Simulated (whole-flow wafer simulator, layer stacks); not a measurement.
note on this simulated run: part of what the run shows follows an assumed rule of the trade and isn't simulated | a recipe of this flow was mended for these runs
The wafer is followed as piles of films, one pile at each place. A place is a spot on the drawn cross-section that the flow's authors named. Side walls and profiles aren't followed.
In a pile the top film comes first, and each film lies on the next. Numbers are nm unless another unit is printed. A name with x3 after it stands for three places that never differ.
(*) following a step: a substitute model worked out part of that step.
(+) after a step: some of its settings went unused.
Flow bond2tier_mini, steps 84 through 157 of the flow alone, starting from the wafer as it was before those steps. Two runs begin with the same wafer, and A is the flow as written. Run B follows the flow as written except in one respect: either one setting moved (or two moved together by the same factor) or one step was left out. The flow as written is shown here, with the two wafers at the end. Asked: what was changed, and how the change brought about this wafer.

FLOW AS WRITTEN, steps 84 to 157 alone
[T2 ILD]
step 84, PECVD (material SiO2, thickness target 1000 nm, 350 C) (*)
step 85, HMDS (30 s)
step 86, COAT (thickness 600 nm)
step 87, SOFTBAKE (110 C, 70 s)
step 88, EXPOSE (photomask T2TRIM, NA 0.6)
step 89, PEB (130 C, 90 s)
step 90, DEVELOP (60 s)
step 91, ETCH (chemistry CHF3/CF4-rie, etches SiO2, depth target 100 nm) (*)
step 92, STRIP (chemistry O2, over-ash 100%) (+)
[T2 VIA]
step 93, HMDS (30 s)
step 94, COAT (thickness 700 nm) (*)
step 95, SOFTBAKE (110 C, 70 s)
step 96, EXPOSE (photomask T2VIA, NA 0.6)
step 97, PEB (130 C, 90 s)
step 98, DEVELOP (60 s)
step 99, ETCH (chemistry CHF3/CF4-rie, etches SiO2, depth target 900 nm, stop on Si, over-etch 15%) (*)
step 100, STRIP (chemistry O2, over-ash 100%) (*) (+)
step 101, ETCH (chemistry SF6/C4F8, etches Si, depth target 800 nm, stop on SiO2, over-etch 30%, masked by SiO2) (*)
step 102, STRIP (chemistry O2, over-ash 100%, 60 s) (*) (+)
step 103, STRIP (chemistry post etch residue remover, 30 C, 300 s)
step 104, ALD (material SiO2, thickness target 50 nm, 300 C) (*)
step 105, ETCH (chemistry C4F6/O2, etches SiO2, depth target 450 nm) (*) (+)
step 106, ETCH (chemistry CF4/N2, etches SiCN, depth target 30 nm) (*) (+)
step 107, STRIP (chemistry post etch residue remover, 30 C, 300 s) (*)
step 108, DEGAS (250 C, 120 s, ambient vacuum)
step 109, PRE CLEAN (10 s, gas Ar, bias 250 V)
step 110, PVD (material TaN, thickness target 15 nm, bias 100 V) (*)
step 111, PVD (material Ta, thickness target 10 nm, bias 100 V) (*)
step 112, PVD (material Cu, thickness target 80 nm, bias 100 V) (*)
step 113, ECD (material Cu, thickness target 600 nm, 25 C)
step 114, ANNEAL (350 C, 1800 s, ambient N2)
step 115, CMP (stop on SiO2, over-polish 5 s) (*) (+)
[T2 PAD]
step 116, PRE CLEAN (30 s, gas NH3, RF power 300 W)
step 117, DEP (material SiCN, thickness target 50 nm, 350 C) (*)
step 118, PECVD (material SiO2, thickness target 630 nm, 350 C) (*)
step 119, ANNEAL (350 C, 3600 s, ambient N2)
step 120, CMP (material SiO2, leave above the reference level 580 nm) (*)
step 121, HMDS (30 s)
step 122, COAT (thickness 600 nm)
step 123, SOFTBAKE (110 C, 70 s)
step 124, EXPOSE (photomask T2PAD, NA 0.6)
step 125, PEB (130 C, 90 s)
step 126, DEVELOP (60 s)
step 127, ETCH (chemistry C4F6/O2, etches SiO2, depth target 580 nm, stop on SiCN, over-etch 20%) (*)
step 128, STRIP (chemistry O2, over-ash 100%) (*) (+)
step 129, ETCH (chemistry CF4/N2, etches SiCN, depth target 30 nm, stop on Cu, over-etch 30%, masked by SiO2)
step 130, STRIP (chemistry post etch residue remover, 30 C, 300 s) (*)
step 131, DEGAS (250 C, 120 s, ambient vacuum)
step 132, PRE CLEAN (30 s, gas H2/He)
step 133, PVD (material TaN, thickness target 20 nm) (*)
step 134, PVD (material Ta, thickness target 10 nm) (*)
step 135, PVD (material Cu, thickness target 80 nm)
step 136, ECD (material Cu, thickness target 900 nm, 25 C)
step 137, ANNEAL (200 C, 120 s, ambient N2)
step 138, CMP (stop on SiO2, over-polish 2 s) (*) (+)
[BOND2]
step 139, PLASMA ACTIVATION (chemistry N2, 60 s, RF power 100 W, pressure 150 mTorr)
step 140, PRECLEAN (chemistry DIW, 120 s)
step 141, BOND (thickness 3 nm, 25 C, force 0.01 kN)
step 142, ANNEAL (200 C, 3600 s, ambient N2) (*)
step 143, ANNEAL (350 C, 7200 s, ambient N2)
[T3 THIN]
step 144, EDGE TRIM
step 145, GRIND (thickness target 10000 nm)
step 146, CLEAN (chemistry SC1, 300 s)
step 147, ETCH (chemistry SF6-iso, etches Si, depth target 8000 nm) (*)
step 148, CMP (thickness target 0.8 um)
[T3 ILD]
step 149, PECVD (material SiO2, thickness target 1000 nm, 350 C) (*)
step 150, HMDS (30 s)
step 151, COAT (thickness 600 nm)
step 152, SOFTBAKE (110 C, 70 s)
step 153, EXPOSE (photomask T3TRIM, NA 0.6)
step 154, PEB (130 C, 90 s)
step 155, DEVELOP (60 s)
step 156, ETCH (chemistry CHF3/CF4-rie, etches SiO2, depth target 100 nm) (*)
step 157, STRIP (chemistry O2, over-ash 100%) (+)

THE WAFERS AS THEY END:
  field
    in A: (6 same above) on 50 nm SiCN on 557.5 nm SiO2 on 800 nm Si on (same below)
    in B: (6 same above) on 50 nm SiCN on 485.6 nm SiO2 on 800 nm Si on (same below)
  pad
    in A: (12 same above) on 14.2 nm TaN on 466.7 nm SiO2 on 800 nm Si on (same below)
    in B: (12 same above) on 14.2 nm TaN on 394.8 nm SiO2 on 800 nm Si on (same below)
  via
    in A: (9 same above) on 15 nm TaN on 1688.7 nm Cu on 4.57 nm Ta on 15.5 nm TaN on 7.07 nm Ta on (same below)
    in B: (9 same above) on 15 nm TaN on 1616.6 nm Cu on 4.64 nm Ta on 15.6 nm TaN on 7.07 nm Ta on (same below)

What caused this: step 84, PECVD: thickness target 928 nm was run, whereas the flow has thickness target 1000 nm.

Step by step, how the change led to this:
  step 84, PECVD (material SiO2, thickness target 1000 nm, 350 C) (*)
      field, pad, via: A SiO2 gains 1000 (new film) | B SiO2 gains 928 (new film)
  step 99, ETCH (chemistry CHF3/CF4-rie, etches SiO2, depth target 900 nm, stop on Si, over-etch 15%) (*)
      field, pad: A thick-KrF-resist loses 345 | B thick-KrF-resist loses 317.4
      via: A SiO2 loses 900 (all of it), Si loses 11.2 | B SiO2 loses 828 (all of it), Si loses 17.2
  step 100, STRIP (chemistry O2, over-ash 100%) (*) (+)
      field: A thick-KrF-resist loses 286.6 (all of it) | B thick-KrF-resist loses 314.2 (all of it)
      pad: A thick-KrF-resist loses 372.9 (all of it) | B thick-KrF-resist loses 400.5 (all of it)
  step 113, ECD (material Cu, thickness target 600 nm, 25 C)
      via: A Cu gains 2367 | B Cu gains 2294.3
